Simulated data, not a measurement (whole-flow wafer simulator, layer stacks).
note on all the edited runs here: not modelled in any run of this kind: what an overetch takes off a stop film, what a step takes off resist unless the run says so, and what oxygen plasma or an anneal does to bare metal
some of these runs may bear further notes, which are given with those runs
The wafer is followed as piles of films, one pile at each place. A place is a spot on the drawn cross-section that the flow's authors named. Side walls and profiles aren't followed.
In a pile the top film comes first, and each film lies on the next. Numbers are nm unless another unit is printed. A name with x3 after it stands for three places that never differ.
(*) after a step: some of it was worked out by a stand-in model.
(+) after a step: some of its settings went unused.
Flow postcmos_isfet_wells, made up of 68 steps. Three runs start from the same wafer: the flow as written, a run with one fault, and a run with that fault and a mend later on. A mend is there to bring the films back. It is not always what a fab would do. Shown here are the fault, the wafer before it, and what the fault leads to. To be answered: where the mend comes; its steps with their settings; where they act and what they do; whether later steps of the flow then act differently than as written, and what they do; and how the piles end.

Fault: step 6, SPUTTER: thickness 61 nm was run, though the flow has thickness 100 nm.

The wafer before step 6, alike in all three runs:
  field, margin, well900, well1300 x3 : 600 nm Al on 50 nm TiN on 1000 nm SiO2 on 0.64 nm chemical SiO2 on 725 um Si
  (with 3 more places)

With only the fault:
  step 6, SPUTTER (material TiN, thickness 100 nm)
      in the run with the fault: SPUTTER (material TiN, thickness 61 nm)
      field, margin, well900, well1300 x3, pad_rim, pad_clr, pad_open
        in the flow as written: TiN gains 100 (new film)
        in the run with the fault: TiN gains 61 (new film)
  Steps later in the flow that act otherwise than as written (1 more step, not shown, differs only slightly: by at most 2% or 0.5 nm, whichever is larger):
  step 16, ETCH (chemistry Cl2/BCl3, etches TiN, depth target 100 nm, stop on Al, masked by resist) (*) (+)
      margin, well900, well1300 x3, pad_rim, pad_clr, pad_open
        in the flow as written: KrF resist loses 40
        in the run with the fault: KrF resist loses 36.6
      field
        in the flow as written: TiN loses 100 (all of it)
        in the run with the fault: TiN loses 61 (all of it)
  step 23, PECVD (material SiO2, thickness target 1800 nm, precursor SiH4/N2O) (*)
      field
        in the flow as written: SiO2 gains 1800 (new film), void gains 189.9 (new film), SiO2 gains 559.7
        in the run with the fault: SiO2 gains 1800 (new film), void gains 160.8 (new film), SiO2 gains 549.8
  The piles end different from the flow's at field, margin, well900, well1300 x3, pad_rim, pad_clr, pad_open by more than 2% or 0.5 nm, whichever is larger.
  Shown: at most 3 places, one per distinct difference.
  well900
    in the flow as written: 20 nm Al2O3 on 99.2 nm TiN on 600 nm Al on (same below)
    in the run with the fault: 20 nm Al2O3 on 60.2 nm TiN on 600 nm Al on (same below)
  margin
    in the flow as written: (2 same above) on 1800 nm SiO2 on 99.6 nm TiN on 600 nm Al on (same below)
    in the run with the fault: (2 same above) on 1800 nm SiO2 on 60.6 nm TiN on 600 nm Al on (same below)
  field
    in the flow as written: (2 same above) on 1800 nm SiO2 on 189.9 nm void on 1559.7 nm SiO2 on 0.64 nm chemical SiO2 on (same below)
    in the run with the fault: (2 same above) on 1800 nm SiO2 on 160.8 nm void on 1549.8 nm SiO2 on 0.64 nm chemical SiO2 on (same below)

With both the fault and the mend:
  The mend follows step 6.
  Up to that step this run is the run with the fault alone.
  step 6a, SPUTTER (material TiN, thickness 39 nm) (the flow's step 6, run once more with other settings)
      field, margin, well900, well1300 x3, pad_rim, pad_clr, pad_open
        TiN gains 39
  Every later step of the flow that is run acts as written at every place that is followed.
  At every place that both follow, the piles at the end match the flow's.
